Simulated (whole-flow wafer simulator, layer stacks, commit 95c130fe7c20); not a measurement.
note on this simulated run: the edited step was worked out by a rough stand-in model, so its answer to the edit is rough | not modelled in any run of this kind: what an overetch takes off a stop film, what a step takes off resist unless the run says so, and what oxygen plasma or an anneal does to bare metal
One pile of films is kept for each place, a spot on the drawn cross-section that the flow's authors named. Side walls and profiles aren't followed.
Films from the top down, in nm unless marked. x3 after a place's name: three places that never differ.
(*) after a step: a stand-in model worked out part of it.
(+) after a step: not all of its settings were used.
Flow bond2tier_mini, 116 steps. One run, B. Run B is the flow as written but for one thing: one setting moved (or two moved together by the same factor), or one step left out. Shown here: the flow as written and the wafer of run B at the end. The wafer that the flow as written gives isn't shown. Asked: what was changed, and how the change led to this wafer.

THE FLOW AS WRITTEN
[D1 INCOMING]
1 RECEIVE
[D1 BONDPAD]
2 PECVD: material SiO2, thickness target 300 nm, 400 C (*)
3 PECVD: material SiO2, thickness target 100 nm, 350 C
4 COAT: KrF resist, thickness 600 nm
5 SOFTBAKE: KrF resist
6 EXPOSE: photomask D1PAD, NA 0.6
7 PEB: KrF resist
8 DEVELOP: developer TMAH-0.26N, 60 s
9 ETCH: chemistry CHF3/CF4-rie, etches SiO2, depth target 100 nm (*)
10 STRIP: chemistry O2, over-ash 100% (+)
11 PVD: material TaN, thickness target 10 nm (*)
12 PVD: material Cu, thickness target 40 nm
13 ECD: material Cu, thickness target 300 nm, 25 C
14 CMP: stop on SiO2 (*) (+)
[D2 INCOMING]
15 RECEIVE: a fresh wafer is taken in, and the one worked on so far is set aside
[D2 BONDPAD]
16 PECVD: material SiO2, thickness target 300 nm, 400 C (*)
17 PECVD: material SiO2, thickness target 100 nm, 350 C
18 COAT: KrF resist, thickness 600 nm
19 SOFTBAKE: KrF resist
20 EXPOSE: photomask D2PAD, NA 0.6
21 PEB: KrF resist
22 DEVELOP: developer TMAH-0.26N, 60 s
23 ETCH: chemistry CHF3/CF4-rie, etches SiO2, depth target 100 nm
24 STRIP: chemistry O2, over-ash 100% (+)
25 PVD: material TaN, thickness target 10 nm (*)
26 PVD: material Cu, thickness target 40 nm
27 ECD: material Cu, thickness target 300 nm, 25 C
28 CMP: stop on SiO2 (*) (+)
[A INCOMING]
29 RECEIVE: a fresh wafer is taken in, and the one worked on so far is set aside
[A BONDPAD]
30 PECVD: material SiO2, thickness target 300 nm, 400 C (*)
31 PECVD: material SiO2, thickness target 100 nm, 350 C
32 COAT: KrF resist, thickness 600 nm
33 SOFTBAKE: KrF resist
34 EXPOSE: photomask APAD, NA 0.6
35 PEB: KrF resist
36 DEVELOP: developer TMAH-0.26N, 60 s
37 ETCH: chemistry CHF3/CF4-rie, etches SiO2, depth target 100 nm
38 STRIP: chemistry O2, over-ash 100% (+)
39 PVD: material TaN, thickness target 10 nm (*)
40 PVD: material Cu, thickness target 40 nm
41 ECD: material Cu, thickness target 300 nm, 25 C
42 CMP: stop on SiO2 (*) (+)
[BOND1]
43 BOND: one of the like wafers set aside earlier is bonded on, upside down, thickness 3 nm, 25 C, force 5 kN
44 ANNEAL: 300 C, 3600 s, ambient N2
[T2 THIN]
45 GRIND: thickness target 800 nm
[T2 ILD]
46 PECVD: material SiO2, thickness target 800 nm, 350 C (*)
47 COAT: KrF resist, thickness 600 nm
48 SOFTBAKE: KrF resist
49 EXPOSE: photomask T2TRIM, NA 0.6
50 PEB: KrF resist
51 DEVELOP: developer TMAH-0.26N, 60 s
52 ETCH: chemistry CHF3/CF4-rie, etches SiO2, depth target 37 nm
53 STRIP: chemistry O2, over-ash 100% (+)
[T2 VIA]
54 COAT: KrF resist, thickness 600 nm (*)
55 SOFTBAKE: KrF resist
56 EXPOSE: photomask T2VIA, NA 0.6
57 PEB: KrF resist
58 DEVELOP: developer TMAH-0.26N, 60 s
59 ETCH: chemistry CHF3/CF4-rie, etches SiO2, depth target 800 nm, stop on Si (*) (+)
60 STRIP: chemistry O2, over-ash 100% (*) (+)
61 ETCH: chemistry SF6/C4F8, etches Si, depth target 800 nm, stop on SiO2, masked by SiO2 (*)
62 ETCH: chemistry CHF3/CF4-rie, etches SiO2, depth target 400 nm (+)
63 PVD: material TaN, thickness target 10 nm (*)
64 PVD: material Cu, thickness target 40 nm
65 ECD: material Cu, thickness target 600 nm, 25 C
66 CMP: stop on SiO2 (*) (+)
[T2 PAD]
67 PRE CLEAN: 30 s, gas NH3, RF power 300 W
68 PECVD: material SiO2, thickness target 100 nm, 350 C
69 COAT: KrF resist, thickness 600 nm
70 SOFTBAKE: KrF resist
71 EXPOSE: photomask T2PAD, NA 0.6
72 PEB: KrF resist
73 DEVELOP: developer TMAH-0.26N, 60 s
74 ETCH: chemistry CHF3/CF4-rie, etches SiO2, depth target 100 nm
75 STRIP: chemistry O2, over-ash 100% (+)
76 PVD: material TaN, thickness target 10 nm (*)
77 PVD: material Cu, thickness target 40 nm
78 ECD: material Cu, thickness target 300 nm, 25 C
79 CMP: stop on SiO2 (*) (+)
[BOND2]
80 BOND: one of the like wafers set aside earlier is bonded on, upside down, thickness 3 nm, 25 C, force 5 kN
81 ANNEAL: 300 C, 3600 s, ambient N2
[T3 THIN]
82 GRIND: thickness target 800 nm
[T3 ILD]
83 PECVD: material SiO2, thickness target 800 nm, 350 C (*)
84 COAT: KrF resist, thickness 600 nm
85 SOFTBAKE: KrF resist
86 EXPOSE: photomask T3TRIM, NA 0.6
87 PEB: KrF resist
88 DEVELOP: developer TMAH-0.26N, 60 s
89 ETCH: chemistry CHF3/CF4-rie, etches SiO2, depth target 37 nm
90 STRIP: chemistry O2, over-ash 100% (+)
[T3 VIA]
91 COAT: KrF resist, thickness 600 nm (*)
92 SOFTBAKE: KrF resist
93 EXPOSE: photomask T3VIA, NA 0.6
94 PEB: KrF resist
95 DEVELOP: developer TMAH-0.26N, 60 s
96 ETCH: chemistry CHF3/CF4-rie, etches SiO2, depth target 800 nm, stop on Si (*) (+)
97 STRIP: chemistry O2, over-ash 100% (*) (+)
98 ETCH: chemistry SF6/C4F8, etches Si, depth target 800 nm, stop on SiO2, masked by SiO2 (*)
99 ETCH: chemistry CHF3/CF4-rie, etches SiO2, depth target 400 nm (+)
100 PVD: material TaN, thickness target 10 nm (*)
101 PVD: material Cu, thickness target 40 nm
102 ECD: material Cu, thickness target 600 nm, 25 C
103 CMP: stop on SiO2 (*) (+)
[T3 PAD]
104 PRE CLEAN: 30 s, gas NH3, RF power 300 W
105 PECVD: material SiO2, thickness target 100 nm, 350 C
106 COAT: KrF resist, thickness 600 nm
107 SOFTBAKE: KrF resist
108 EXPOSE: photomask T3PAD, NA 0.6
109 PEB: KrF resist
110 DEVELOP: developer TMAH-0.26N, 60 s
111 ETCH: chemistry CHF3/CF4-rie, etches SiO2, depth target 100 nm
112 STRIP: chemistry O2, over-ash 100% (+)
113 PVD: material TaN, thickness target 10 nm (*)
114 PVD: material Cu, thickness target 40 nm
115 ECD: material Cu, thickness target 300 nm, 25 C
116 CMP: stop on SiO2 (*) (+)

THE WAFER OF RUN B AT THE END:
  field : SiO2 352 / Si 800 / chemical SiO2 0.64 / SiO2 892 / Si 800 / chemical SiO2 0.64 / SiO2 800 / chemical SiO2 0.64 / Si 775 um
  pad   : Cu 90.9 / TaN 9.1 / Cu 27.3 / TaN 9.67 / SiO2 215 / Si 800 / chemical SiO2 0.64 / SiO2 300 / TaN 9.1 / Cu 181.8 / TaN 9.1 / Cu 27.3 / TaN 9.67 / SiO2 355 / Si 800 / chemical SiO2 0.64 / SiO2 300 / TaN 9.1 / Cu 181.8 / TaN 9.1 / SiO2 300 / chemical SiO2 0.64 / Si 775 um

The cause: step 83, PECVD: thickness target 660 nm was run, where the flow has thickness target 800 nm.

How the change led to this, step by step:
  83 PECVD: material SiO2, thickness target 800 nm, 350 C (*)
      field, pad: SiO2 +660 (new film) (as written it would be: SiO2 +800 (new film))
